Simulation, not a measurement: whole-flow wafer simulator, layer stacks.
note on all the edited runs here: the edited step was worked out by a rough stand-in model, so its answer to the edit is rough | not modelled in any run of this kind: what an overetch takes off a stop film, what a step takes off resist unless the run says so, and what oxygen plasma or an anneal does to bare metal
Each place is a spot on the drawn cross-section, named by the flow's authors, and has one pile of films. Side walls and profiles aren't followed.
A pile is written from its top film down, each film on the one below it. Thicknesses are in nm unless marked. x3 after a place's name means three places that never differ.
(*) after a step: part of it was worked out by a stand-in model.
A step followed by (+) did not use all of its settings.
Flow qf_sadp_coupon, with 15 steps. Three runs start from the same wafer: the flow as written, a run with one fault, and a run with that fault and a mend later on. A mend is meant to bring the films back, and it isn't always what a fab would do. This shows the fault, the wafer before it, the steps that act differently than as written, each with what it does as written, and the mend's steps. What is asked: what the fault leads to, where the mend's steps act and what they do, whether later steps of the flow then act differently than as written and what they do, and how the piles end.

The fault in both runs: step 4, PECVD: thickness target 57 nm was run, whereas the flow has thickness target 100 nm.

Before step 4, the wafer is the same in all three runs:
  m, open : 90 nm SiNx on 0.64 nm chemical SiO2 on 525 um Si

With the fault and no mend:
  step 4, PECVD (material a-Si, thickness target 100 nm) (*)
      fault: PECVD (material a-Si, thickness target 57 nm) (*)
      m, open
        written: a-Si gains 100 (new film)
        fault: a-Si gains 57 (new film)
  Later steps of the flow acting differently than as written:
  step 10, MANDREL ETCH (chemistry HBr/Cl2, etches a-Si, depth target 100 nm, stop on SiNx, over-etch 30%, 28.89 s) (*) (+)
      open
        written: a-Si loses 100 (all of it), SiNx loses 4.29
        fault: a-Si loses 57 (all of it), SiNx loses 10.4
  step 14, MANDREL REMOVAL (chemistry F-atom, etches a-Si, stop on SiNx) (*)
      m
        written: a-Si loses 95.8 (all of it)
        fault: a-Si loses 52.8 (all of it)
  At open, the piles at the end differ from the flow's by more than 2% or 0.5 nm, whichever is larger.
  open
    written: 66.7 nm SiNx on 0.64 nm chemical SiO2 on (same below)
    fault: 60.5 nm SiNx on 0.64 nm chemical SiO2 on (same below)

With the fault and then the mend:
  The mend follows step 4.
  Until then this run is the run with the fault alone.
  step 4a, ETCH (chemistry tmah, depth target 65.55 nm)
      m, open
        a-Si loses 57 (all of it)
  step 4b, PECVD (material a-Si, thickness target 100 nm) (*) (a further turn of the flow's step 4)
      m, open
        a-Si gains 100 (new film)
  Every later step of the flow that is run acts as written at every place that is followed.
  By the end, the piles equal the flow's at every place that both follow.
